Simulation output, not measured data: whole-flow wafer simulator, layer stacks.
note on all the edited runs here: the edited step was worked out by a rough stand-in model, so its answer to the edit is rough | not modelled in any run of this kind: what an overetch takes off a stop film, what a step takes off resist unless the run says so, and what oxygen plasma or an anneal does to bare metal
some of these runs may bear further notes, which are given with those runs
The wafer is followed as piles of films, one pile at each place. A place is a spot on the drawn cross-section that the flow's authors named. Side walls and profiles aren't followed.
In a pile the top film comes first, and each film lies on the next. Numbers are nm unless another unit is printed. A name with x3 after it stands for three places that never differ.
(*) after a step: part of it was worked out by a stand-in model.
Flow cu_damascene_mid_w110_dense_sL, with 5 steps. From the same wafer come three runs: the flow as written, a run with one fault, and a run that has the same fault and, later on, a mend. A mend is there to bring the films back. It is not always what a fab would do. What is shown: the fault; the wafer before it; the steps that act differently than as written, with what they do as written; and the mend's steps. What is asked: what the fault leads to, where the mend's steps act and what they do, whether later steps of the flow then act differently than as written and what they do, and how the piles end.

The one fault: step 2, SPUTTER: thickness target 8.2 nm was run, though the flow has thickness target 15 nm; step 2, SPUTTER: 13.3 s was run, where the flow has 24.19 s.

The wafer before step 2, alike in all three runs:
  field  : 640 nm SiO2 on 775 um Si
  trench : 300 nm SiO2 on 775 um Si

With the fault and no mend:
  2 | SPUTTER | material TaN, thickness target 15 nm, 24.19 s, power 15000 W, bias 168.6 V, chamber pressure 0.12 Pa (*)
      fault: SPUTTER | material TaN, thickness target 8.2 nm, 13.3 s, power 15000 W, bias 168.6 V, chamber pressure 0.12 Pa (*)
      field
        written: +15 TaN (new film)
        fault: +8.2 TaN (new film)
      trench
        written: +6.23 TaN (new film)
        fault: +3.41 TaN (new film)
  Steps later in the flow that act otherwise than as written (not shown: 2 more steps that differ only slightly, by at most 2% or 0.5 nm, whichever is larger):
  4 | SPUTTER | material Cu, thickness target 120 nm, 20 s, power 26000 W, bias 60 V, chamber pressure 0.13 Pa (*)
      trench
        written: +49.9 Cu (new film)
        fault: +51.1 Cu (new film)
  By the end, the piles at field, trench depart from the flow's by more than 2% or 0.5 nm, whichever is larger.
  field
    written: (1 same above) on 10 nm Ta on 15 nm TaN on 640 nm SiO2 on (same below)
    fault: (1 same above) on 10 nm Ta on 8.2 nm TaN on 640 nm SiO2 on (same below)
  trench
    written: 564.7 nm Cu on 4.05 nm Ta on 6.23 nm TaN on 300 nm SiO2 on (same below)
    fault: 560.7 nm Cu on 4.13 nm Ta on 3.41 nm TaN on 300 nm SiO2 on (same below)

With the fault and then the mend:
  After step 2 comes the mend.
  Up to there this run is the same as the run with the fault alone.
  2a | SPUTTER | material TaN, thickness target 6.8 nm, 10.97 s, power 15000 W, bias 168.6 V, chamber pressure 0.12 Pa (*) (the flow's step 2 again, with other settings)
      field
        +6.8 TaN
      trench
        +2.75 TaN
  Every later step of the flow that is run acts as written, at every place that is followed, to within 2% or 0.5 nm, whichever is larger.
  The piles end only slightly different from the flow's at the places that both follow, by no more than 2% or 0.5 nm, whichever is larger.
